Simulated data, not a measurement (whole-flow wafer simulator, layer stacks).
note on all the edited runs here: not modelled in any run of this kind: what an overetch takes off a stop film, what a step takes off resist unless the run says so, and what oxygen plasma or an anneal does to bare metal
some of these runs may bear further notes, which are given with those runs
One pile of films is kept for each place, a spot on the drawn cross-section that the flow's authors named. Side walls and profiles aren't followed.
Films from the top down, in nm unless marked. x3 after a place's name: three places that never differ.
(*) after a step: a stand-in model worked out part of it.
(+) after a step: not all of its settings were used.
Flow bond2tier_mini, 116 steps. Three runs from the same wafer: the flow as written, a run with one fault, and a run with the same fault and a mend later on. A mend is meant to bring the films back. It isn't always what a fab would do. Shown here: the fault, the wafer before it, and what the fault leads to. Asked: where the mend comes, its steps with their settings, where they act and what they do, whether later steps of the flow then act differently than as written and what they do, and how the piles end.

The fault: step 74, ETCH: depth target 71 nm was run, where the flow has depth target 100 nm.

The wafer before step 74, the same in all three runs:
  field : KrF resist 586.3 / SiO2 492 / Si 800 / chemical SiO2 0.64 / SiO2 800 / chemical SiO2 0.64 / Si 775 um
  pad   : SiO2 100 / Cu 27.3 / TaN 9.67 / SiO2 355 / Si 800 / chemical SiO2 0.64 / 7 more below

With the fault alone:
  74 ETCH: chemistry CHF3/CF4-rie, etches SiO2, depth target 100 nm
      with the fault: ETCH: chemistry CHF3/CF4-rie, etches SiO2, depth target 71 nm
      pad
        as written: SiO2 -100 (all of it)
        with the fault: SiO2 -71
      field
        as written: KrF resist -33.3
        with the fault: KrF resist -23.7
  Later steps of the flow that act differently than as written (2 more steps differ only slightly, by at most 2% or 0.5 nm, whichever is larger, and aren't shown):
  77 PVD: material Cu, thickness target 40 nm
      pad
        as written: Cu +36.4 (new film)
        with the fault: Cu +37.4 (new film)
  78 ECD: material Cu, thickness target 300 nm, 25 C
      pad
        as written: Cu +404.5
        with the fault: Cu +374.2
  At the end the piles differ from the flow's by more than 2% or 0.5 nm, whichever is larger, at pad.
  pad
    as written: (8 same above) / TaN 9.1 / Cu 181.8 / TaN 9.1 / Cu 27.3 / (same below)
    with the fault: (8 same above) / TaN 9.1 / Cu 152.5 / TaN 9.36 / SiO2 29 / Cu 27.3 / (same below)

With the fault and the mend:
  The mend comes after step 75.
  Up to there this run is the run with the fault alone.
  75a COAT: KrF resist, thickness 600 nm (*) (the flow's step 69 once more)
      field
        KrF resist +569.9 (new film)
      pad
        KrF resist +631.4 (new film)
  75b SOFTBAKE: KrF resist (the flow's step 70 once more)
      changes no film at any place that is followed
  75c EXPOSE: photomask T2PAD, NA 0.6 (the flow's step 71 once more)
      changes no film at any place that is followed
  75d PEB: KrF resist (the flow's step 72 once more)
      changes no film at any place that is followed
  75e DEVELOP: developer TMAH-0.26N, 60 s (the flow's step 73 once more)
      field
        KrF resist -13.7
      pad
        KrF resist -631.4 (all of it)
  75f ETCH: chemistry CHF3/CF4-rie, etches SiO2, depth target 29 nm (the flow's step 74 once more, with other settings)
      field
        KrF resist -9.67
      pad
        SiO2 -29 (all of it)
  75g STRIP: chemistry O2, over-ash 100% (+) (the flow's step 75 once more)
      field
        KrF resist -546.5 (all of it)
  No later step of the flow acts differently than as written at any place that is followed.
  At the end the piles are the same as the flow's at every place that both follow.
